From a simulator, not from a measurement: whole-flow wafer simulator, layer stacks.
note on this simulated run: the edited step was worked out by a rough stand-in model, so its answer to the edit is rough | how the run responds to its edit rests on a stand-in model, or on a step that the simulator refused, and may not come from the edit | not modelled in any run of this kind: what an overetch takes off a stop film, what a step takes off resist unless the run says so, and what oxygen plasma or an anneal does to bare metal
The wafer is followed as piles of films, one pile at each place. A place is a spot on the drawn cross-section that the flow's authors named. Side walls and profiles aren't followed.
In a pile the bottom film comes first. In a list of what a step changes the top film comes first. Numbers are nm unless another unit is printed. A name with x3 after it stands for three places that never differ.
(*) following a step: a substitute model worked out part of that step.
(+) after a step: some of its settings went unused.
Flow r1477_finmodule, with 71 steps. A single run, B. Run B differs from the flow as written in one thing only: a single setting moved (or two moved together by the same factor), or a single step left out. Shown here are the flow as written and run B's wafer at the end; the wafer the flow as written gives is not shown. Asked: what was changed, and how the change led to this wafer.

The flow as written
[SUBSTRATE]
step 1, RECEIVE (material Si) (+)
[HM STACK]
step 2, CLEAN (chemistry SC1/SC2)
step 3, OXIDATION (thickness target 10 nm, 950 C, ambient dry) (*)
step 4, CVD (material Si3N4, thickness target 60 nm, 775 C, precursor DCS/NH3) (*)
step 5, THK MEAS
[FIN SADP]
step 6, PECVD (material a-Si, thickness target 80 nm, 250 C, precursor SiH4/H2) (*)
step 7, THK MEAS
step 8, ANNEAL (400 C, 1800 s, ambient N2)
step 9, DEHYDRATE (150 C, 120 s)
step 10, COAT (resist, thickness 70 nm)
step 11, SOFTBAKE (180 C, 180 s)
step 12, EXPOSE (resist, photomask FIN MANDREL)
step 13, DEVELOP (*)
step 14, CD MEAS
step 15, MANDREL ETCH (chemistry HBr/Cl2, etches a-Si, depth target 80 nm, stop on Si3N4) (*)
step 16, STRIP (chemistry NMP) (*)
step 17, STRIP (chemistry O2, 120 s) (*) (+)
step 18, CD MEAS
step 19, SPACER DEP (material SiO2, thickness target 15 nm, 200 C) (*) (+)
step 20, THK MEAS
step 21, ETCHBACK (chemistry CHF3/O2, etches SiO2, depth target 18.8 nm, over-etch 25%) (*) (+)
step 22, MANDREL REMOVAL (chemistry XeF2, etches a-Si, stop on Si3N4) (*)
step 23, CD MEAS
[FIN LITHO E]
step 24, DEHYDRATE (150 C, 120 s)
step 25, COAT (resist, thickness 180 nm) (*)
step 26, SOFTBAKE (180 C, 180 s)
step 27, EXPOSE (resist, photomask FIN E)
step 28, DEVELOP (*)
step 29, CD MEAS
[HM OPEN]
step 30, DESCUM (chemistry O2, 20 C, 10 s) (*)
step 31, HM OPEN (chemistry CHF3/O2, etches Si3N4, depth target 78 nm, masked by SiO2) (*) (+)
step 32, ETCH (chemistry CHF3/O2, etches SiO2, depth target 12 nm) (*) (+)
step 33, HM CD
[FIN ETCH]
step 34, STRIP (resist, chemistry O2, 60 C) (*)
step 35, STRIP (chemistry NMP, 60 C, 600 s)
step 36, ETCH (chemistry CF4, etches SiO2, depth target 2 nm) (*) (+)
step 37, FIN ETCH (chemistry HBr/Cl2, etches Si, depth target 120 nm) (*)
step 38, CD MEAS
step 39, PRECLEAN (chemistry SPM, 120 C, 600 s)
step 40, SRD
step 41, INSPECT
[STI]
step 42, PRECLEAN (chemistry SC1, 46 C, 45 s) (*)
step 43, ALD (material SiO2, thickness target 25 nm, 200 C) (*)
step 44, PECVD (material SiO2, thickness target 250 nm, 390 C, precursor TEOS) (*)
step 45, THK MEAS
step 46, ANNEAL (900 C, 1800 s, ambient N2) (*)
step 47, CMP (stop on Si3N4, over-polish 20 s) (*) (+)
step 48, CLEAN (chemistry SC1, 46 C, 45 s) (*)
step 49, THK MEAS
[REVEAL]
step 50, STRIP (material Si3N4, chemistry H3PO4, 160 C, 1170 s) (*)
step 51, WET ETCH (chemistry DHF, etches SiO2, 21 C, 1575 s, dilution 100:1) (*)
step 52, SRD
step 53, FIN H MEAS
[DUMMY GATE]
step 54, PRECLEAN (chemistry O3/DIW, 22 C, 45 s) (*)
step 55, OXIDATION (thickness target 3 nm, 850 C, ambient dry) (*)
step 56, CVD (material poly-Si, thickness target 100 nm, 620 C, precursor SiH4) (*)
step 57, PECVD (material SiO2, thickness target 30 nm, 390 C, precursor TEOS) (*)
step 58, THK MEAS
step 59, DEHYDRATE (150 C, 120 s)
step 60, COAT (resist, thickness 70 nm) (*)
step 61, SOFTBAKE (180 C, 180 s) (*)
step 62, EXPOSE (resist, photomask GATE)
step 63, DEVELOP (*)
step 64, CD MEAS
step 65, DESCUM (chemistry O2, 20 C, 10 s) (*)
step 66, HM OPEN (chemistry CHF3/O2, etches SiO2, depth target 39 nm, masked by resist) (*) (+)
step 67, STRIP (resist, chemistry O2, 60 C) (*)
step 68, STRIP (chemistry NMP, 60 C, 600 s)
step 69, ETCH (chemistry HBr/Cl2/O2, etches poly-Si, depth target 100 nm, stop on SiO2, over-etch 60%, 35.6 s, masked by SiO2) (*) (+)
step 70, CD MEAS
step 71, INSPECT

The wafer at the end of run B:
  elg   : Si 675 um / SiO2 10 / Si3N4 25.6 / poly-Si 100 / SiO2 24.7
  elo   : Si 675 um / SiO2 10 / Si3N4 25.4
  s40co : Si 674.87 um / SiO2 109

Cause: step 21, ETCHBACK: depth target 25.8 nm was run, though the flow has depth target 18.8 nm.

How this came from the change, step by step:
  step 21, ETCHBACK (chemistry CHF3/O2, etches SiO2, depth target 18.8 nm, over-etch 25%) (*) (+)
      pad, padg, elg and 21 more: SiO2 loses 15 (all of it), Si3N4 loses 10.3 (in the flow as written it would be: SiO2 loses 15 (all of it), Si3N4 loses 3.62)
      s40cg, s45cg, s50cg, s40co, s45co, s50co: SiO2 loses 15.4 (all of it), a-Si loses 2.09 (in the flow as written it would be: SiO2 loses 15.4 (all of it), a-Si loses 0.69)
      (as well as at 6 more places)
  step 25, COAT (resist, thickness 180 nm) (*)
      s40cg, s40co: resist gains 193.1 (new film) (in the flow as written it would be: resist gains 197.6 (new film))
      s40sg_line, s40so_line: resist gains 123.7 (new film) (in the flow as written it would be: resist gains 121.2 (new film))
      (as well as at 8 more places)
  step 28, DEVELOP (*)
      s40cg, s40co: resist loses 193.1 (all of it) (in the flow as written it would be: resist loses 197.6 (all of it))
      s40sg_line, s40so_line: resist loses 123.7 (all of it) (in the flow as written it would be: resist loses 121.2 (all of it))
      (as well as at 8 more places)
  step 31, HM OPEN (chemistry CHF3/O2, etches Si3N4, depth target 78 nm, masked by SiO2) (*) (+)
      pad, padg, esg and 13 more: Si3N4 loses 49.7 (all of it), SiO2 loses 10 (all of it) (in the flow as written it would be: Si3N4 loses 56.4 (all of it), SiO2 loses 10 (all of it))
      elg, e40lg, e100lg, e200lg, elo, e40lo, e100lo, e200lo: resist loses 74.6 (in the flow as written it would be: resist loses 78)
      (as well as at 12 more places)
  step 32, ETCH (chemistry CHF3/O2, etches SiO2, depth target 12 nm) (*) (+)
      s40cg, s45cg, s50cg, s40co, s45co, s50co: SiO2 loses 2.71 (all of it), Si loses 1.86 (in the flow as written it would be: SiO2 loses 1 (all of it), Si loses 2.2)
  step 34, STRIP (resist, chemistry O2, 60 C) (*)
      elg, e40lg, e100lg, e200lg, elo, e40lo, e100lo, e200lo: resist loses 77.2 (all of it) (in the flow as written it would be: resist loses 73.8 (all of it))
  step 43, ALD (material SiO2, thickness target 25 nm, 200 C) (*)
      s40cg, s45cg, s50cg, s40co, s45co, s50co: SiO2 gains 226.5 (new film) (in the flow as written it would be: SiO2 gains 232.1 (new film))
      esg: SiO2 gains 187.6 (new film) (in the flow as written it would be: SiO2 gains 194.3 (new film))
  step 47, CMP (stop on Si3N4, over-polish 20 s) (*) (+)
      elg, esg, e40lg and 6 more: SiO2 loses 234.9 (in the flow as written it would be: SiO2 loses 241.6)
  step 51, WET ETCH (chemistry DHF, etches SiO2, 21 C, 1575 s, dilution 100:1) (*)
      elg, e40lg, e100lg, e200lg, elo, e40lo, e100lo, e200lo: SiO2 loses 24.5 (all of it), Si3N4 loses 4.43 (in the flow as written it would be: SiO2 loses 17.8 (all of it), Si3N4 loses 4.97)
  step 56, CVD (material poly-Si, thickness target 100 nm, 620 C, precursor SiH4) (*)
      esg: poly-Si gains 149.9 (new film) (in the flow as written it would be: poly-Si gains 156 (new film))
  step 60, COAT (resist, thickness 70 nm) (*)
      e40sg, eso, e40so: resist gains 123.7 (new film) (in the flow as written it would be: resist gains 129.5 (new film))
      e100sg, e100so: resist gains 123.6 (new film) (in the flow as written it would be: resist gains 129.4 (new film))
      (as well as at 2 more places)
  step 63, DEVELOP (*)
      eso, e40so: resist loses 123.7 (all of it) (in the flow as written it would be: resist loses 129.5 (all of it))
      e100so: resist loses 123.6 (all of it) (in the flow as written it would be: resist loses 129.4 (all of it))
      (as well as at 1 more place)
  step 67, STRIP (resist, chemistry O2, 60 C) (*)
      e40sg: resist loses 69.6 (all of it) (in the flow as written it would be: resist loses 75.4 (all of it))
      e100sg: resist loses 69.5 (all of it) (in the flow as written it would be: resist loses 75.3 (all of it))
      (as well as at 1 more place)
